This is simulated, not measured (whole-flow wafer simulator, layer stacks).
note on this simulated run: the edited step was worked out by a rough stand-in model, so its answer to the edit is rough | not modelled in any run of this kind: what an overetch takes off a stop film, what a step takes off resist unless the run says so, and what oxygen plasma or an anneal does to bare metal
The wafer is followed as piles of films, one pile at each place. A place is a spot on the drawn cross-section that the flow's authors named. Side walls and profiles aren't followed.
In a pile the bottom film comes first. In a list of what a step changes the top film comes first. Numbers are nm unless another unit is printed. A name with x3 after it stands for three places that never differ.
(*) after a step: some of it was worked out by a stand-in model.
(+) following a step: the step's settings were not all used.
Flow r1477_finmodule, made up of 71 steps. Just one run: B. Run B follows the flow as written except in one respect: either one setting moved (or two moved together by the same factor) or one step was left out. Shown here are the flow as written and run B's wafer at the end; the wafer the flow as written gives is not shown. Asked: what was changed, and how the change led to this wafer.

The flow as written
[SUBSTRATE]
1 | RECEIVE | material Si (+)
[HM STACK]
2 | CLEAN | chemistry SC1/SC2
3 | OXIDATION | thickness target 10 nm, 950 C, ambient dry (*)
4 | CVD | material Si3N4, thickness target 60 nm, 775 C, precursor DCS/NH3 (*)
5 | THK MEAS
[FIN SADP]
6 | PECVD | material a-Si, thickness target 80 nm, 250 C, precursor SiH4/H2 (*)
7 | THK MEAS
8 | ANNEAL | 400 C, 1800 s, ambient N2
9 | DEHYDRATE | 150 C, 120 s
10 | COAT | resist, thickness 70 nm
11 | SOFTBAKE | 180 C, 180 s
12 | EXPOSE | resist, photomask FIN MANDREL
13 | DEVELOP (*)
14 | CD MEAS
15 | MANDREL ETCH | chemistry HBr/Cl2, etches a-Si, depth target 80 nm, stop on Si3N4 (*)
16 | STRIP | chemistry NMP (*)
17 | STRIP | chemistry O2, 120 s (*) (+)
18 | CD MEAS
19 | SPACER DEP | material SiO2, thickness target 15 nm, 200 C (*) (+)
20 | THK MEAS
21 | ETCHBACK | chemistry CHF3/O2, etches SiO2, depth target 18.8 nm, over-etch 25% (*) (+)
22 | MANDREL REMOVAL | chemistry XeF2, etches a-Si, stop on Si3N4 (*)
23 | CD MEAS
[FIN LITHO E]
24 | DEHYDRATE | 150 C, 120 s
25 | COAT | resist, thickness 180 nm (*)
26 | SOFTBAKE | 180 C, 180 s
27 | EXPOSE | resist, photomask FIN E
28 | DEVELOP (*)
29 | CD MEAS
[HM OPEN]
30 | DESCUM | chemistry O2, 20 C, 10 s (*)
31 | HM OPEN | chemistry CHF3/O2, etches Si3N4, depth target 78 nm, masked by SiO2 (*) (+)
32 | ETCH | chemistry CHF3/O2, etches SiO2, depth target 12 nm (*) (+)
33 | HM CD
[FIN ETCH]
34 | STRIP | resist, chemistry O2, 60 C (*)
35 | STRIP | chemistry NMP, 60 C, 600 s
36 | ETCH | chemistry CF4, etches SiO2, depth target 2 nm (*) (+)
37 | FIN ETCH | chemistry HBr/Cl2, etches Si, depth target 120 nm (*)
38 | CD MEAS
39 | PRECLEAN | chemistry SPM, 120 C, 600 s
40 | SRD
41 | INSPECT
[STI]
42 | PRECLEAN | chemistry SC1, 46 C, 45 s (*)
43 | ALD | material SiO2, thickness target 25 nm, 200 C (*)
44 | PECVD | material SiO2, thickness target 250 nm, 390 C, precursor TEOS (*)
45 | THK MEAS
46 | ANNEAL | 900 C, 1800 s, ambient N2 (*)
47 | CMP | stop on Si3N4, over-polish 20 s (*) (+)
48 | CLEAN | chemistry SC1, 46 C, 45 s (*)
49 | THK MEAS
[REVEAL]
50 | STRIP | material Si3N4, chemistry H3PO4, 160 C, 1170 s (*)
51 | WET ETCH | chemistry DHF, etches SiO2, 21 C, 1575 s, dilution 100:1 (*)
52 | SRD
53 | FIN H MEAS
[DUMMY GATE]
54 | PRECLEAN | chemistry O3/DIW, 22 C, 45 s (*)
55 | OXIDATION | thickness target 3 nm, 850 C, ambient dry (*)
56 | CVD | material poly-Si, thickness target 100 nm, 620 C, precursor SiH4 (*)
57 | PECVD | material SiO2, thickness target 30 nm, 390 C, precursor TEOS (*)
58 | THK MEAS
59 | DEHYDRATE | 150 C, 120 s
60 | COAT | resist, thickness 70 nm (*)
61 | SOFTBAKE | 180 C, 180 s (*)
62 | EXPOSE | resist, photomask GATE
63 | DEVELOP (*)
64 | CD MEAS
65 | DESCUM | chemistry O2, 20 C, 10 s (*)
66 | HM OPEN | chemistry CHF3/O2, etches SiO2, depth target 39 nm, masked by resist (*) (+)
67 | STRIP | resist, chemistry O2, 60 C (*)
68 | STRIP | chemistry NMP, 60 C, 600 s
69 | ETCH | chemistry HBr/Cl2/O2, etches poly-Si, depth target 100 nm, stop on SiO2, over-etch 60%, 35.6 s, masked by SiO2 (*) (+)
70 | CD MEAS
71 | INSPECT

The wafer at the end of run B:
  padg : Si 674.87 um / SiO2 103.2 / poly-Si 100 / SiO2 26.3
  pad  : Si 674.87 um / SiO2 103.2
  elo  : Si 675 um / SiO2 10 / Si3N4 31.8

The reason: step 69, ETCH: depth target 70 nm was run, though the flow has depth target 100 nm.

Step by step, how the change led to this:
  69 | ETCH | chemistry HBr/Cl2/O2, etches poly-Si, depth target 100 nm, stop on SiO2, over-etch 60%, 35.6 s, masked by SiO2 (*) (+)
      padg, elg, esg and 15 more: SiO2 loses 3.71 (in the flow as written it would be: SiO2 loses 5.3)
